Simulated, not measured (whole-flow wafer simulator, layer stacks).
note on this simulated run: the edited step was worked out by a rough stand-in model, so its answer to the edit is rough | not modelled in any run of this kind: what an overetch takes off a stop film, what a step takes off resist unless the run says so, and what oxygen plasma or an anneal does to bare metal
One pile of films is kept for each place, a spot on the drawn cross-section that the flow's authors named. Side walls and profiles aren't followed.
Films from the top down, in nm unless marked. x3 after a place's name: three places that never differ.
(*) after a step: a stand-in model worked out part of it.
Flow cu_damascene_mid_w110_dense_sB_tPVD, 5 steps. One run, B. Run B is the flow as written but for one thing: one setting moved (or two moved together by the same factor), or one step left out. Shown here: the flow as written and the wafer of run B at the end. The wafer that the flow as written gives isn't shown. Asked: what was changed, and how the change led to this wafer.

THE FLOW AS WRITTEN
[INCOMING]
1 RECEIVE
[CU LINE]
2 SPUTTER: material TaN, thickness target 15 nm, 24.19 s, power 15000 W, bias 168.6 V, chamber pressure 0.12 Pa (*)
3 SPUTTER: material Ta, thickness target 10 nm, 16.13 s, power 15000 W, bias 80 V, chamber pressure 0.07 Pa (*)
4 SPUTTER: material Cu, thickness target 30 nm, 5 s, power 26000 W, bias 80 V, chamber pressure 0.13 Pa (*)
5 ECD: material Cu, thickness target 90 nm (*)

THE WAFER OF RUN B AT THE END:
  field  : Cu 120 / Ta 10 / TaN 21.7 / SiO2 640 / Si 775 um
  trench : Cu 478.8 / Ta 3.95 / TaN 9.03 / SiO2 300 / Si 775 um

The cause: step 2, SPUTTER: 35.08 s was run, where the flow has 24.19 s.

How the change led to this, step by step:
  2 SPUTTER: material TaN, thickness target 15 nm, 24.19 s, power 15000 W, bias 168.6 V, chamber pressure 0.12 Pa (*)
      field: TaN +21.7 (new film) (as written it would be: TaN +15 (new film))
      trench: TaN +9.03 (new film) (as written it would be: TaN +6.23 (new film))
